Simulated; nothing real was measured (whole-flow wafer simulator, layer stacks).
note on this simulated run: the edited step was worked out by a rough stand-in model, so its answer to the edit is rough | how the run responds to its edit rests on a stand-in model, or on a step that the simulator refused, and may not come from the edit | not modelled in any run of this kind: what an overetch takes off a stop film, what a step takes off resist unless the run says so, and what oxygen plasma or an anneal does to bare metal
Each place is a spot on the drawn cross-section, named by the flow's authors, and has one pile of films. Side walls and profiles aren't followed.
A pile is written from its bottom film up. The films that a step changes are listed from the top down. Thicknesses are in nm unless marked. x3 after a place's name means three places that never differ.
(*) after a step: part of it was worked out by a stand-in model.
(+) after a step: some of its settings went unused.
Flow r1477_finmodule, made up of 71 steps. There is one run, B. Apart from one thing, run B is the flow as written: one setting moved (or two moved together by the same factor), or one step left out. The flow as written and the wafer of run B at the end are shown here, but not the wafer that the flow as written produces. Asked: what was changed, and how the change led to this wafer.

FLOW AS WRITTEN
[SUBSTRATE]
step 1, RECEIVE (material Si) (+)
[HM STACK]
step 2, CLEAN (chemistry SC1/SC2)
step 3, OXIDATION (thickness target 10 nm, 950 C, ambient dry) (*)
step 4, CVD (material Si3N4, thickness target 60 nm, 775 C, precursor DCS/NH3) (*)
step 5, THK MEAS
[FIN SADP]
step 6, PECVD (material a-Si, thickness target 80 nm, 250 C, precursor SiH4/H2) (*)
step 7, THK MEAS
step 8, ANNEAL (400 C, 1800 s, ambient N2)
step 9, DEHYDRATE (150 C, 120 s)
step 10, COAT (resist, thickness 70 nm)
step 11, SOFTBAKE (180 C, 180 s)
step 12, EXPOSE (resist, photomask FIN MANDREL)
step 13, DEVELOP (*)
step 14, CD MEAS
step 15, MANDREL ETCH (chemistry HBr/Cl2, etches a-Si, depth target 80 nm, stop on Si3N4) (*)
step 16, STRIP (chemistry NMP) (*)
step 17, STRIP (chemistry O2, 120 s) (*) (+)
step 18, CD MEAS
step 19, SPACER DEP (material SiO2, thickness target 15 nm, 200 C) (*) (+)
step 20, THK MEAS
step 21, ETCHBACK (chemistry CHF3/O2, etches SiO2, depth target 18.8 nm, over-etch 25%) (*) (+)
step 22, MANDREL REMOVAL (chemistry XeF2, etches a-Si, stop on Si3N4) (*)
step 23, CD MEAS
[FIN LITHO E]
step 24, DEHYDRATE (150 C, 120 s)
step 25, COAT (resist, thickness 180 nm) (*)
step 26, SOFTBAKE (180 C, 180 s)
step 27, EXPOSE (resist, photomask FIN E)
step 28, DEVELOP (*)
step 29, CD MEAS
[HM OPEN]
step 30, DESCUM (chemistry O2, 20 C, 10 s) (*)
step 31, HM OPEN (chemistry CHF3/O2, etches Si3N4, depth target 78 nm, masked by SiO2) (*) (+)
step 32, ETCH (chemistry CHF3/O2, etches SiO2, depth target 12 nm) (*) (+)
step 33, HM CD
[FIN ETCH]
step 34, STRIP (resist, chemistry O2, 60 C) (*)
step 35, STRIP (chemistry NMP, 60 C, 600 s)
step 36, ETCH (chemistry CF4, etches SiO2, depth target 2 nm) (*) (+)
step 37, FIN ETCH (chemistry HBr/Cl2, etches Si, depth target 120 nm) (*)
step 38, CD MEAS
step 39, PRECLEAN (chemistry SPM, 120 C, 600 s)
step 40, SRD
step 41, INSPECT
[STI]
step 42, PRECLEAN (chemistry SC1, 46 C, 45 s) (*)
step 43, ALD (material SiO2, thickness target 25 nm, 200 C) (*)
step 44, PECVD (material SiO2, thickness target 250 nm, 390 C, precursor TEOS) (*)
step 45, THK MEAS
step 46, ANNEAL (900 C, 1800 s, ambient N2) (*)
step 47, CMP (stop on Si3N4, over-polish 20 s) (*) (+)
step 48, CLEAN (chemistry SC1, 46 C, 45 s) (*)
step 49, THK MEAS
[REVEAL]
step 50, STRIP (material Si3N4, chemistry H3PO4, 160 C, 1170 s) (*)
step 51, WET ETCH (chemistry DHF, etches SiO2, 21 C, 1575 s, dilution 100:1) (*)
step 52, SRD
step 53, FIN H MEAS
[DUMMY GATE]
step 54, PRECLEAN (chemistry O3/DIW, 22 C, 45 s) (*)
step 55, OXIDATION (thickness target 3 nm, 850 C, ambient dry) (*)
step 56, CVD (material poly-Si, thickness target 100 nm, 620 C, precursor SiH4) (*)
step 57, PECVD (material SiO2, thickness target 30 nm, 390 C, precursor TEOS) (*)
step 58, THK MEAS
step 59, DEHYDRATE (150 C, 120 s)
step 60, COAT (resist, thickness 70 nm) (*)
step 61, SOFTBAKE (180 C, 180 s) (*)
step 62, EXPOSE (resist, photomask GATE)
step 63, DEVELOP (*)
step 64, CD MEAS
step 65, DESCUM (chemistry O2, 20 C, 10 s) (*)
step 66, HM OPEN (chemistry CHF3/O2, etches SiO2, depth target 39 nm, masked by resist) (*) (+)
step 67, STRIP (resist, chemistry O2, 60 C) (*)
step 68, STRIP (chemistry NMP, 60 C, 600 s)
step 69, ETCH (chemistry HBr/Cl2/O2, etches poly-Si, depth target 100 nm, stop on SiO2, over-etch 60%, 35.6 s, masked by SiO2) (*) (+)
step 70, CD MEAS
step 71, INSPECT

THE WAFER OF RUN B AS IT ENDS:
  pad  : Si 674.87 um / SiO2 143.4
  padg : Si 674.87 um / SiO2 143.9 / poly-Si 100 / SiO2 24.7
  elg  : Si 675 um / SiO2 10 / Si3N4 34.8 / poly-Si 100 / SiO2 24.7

The reason: step 51, WET ETCH: 827 s was run, whereas the flow has 1575 s.

How this came from the change, step by step:
  step 51, WET ETCH (chemistry DHF, etches SiO2, 21 C, 1575 s, dilution 100:1) (*)
      pad, padg, e40sg and 12 more: -45 SiO2 (as written it would have been: -85.7 SiO2)
      elg, e40lg, e100lg, e200lg, elo, e40lo, e100lo, e200lo: -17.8 SiO2 (all of it), -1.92 Si3N4 (as written it would have been: -17.8 SiO2 (all of it), -4.97 Si3N4)
      (as well as at 7 more places)
  step 56, CVD (material poly-Si, thickness target 100 nm, 620 C, precursor SiH4) (*)
      s40sg_line, s45sg_line, s50sg_line, s40so_line, s45so_line, s50so_line: +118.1 poly-Si (new film) (as written it would have been: +100 poly-Si (new film))
      s40cg, s40co: +100 poly-Si (new film) (as written it would have been: +113.9 poly-Si (new film))
      (as well as at 5 more places)
  step 60, COAT (resist, thickness 70 nm) (*)
      e40lg, elo, e40lo: +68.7 resist (new film) (as written it would have been: +66.9 resist (new film))
      e40sg, eso, e40so: +93.8 resist (new film) (as written it would have been: +129.5 resist (new film))
      (as well as at 26 more places)
  step 63, DEVELOP (*)
      elo, e40lo: -68.7 resist (all of it) (as written it would have been: -66.9 resist (all of it))
      eso, e40so: -93.8 resist (all of it) (as written it would have been: -129.5 resist (all of it))
      (as well as at 13 more places)
  step 67, STRIP (resist, chemistry O2, 60 C) (*)
      e40lg, e100lg: -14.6 resist (all of it) (as written it would have been: -12.8 resist (all of it))
      e40sg: -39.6 resist (all of it) (as written it would have been: -75.4 resist (all of it))
      (as well as at 12 more places)
  step 69, ETCH (chemistry HBr/Cl2/O2, etches poly-Si, depth target 100 nm, stop on SiO2, over-etch 60%, 35.6 s, masked by SiO2) (*) (+)
      s40so_line, s45so_line, s50so_line: -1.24 chemical SiO2 (all of it), -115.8 poly-Si (all of it), -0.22 SiO2 (as written it would have been: -1.46 chemical SiO2 (all of it), -97.6 poly-Si (all of it), -0.42 SiO2)
      s40co: -1.24 chemical SiO2 (all of it), -97.7 poly-Si (all of it), -0.42 SiO2 (as written it would have been: -1.46 chemical SiO2 (all of it), -111.5 poly-Si (all of it), -0.24 SiO2)
      (as well as at 2 more places)
